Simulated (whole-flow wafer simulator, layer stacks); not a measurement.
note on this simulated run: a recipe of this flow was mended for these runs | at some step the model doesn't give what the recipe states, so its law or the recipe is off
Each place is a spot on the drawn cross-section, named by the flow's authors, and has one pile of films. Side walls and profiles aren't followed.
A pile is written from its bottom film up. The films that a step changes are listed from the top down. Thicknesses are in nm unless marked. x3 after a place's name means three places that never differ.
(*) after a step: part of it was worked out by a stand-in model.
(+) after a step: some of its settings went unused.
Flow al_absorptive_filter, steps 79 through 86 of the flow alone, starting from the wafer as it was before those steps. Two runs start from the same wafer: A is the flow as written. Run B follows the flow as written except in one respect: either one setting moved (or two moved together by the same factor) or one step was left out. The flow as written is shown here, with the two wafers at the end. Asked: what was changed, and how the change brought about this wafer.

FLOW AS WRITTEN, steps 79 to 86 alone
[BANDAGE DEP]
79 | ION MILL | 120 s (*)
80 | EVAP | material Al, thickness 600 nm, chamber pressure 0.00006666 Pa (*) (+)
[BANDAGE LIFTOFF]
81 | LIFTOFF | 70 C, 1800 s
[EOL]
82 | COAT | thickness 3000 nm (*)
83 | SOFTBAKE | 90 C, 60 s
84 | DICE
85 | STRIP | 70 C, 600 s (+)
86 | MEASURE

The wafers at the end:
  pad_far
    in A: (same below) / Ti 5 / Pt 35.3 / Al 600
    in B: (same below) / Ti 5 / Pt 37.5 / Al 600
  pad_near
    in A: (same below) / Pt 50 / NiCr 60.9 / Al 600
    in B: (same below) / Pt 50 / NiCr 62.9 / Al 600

Cause: step 79, ION MILL: 102 s was run, though the flow has 120 s.

Step by step, how the change led to this:
  79 | ION MILL | 120 s (*)
      gnd, ledge, res and 9 more: A i-line-resist loses 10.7 | B i-line-resist loses 9.06
      pad_far: A Pt loses 14.7 | B Pt loses 12.5
      (as well as at 1 more place)
